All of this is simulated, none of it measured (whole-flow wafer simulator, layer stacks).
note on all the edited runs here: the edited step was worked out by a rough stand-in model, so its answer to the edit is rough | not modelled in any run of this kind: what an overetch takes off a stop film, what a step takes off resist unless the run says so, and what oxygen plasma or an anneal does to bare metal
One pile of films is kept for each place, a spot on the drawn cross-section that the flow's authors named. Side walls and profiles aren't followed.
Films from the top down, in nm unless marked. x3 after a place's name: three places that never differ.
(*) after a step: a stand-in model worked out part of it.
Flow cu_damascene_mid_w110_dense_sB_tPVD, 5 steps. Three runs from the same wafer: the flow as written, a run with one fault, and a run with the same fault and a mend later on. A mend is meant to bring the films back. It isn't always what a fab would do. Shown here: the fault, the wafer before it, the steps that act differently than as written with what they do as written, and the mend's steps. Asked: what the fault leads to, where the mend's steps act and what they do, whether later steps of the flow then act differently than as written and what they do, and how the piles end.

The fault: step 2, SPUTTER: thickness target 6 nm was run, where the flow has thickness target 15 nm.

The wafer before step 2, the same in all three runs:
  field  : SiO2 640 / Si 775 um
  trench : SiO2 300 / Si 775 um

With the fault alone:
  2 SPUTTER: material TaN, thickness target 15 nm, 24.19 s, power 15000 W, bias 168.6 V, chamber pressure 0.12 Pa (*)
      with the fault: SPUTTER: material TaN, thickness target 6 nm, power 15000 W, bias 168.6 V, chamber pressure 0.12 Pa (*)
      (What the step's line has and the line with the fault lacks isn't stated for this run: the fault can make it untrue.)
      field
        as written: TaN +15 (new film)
        with the fault: TaN +6 (new film)
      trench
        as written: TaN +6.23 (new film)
        with the fault: TaN +2.49 (new film)
  No later step of the flow acts differently than as written, at any place that is followed, by more than 2% or 0.5 nm, whichever is larger.
  At the end the piles differ from the flow's by more than 2% or 0.5 nm, whichever is larger, at field, trench.
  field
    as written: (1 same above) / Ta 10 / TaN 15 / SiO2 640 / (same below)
    with the fault: (1 same above) / Ta 10 / TaN 6 / SiO2 640 / (same below)
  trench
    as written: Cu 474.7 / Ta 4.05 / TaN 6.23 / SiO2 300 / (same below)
    with the fault: Cu 469.3 / Ta 4.16 / TaN 2.49 / SiO2 300 / (same below)

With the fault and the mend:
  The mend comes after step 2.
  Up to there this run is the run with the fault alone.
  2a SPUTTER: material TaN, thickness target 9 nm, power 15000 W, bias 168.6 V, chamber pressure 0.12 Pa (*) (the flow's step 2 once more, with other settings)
      field
        TaN +9
      trench
        TaN +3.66
  No later step of the flow acts differently than as written, at any place that is followed, by more than 2% or 0.5 nm, whichever is larger.
  At the end the piles differ from the flow's only slightly at the places that both follow, by at most 2% or 0.5 nm, whichever is larger.
